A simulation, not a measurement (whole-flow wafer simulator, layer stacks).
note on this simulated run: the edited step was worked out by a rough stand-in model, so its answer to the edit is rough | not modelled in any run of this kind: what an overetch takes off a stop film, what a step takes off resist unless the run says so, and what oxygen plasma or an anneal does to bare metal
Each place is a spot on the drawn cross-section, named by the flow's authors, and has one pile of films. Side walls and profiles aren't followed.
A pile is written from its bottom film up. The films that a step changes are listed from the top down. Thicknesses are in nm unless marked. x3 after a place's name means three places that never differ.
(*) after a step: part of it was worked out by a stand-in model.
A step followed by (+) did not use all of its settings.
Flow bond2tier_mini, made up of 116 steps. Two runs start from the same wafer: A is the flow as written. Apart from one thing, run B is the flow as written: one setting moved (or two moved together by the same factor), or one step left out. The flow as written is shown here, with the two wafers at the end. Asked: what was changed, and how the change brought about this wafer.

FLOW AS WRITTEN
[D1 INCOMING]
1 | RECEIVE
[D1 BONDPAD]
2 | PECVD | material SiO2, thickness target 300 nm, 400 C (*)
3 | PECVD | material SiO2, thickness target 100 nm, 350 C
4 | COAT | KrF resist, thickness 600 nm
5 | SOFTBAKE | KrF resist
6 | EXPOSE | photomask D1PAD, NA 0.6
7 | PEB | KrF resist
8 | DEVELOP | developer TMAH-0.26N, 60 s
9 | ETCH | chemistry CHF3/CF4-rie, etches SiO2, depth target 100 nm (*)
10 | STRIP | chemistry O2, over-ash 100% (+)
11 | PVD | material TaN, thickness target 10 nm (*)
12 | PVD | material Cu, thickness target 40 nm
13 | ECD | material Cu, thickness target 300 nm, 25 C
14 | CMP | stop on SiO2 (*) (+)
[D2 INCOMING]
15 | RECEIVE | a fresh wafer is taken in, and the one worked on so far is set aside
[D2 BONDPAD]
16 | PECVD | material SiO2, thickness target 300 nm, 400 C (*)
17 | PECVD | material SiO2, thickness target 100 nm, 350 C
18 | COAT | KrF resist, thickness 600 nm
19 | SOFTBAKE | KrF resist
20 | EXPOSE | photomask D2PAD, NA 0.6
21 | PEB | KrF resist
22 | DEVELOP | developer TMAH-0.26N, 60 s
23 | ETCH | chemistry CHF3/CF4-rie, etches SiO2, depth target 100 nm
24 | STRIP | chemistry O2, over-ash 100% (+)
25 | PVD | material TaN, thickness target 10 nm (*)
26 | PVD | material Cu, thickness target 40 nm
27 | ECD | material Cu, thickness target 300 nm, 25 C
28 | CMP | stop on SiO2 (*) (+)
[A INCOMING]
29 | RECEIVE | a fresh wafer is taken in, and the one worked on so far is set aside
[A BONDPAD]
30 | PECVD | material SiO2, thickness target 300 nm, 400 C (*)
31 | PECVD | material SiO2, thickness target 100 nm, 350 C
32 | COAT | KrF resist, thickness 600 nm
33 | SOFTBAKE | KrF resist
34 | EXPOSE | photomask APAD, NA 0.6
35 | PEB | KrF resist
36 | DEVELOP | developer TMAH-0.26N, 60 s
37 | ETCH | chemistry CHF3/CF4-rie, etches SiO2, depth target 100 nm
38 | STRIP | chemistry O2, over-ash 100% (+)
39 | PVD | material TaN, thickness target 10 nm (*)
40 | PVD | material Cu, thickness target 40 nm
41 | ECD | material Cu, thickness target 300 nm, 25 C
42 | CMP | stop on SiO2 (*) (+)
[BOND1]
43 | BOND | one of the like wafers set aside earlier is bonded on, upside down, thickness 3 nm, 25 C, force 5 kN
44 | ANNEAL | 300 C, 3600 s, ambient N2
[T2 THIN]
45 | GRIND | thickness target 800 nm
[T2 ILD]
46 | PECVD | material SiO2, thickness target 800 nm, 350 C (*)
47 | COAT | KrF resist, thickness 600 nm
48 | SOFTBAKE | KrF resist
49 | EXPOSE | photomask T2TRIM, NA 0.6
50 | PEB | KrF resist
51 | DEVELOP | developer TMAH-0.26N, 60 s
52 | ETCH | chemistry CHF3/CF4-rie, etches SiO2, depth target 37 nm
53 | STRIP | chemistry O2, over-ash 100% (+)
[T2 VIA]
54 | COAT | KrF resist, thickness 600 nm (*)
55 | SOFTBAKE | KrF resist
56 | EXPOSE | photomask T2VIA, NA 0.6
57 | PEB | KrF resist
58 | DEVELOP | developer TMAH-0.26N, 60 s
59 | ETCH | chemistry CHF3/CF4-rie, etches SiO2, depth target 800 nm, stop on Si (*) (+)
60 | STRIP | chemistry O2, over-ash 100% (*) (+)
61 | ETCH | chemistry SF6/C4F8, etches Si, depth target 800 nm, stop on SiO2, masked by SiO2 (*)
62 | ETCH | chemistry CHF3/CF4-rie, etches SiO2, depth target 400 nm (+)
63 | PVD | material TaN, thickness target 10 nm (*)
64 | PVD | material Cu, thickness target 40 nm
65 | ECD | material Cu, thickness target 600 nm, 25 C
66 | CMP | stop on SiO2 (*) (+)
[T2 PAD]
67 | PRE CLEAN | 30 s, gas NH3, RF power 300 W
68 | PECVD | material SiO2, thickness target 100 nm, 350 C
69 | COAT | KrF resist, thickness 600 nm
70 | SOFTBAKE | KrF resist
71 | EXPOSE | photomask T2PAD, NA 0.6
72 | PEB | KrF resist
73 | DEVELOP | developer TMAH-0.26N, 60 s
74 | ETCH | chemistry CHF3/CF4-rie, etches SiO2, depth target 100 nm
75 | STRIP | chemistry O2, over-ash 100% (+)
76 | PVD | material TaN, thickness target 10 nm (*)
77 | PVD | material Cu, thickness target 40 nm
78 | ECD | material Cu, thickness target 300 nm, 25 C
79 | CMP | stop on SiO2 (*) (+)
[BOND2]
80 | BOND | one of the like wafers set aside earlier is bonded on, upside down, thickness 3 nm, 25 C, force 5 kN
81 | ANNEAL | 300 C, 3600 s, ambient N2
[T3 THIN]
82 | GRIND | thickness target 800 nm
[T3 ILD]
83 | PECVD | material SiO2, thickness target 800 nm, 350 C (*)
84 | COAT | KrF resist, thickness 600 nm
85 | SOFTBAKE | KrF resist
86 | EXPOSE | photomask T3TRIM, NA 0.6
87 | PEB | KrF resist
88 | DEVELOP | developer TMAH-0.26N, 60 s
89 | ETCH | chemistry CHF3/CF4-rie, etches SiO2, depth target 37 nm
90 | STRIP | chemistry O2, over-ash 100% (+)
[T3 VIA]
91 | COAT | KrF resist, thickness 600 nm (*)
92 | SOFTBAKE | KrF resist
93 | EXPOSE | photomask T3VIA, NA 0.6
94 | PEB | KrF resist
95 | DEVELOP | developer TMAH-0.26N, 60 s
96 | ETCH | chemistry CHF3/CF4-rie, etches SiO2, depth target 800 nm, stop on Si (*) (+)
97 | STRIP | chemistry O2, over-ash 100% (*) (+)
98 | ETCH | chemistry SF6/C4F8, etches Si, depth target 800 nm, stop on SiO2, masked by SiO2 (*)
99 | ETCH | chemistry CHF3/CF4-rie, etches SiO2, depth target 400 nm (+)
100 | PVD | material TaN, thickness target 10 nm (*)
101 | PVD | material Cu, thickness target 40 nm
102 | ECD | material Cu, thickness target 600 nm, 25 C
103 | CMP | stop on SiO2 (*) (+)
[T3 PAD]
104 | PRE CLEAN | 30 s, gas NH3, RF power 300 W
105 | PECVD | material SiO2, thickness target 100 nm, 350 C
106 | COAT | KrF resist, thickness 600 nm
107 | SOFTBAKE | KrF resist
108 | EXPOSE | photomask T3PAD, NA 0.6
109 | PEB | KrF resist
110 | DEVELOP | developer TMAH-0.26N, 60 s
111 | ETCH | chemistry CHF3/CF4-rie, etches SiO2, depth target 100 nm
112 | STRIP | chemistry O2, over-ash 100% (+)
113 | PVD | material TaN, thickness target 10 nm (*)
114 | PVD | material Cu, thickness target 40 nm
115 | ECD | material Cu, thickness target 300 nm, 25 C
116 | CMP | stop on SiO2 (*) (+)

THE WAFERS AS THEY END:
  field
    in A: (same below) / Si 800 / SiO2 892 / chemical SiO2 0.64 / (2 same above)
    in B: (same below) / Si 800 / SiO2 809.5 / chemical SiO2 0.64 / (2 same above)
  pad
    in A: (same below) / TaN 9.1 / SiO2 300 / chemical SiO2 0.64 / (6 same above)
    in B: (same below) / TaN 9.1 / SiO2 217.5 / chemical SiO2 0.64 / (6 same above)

Cause: step 16, PECVD: thickness target 217.5 nm was run, while the flow as written has thickness target 300 nm.
The wafer itself shows it: pad has SiO2 217.5, and step 16 as written asks for 300 nm.

How this came from the change, step by step:
  16 | PECVD | material SiO2, thickness target 300 nm, 400 C (*)
      field, pad, via: A SiO2 gains 300 (new film) | B SiO2 gains 217.5 (new film)
  80 | BOND | one of the like wafers set aside earlier is bonded on, upside down, thickness 3 nm, 25 C, force 5 kN
      field: A Si gains 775 um (new film), chemical SiO2 gains 0.64 (new film), SiO2 gains 400 | B Si gains 775 um (new film), chemical SiO2 gains 0.64 (new film), SiO2 gains 317.5
      pad: A Si gains 775 um (new film), chemical SiO2 gains 0.64 (new film), SiO2 gains 300 (new film), TaN gains 9.1 (new film), Cu gains 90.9 | B Si gains 775 um (new film), chemical SiO2 gains 0.64 (new film), SiO2 gains 217.5 (new film), TaN gains 9.1 (new film), Cu gains 90.9
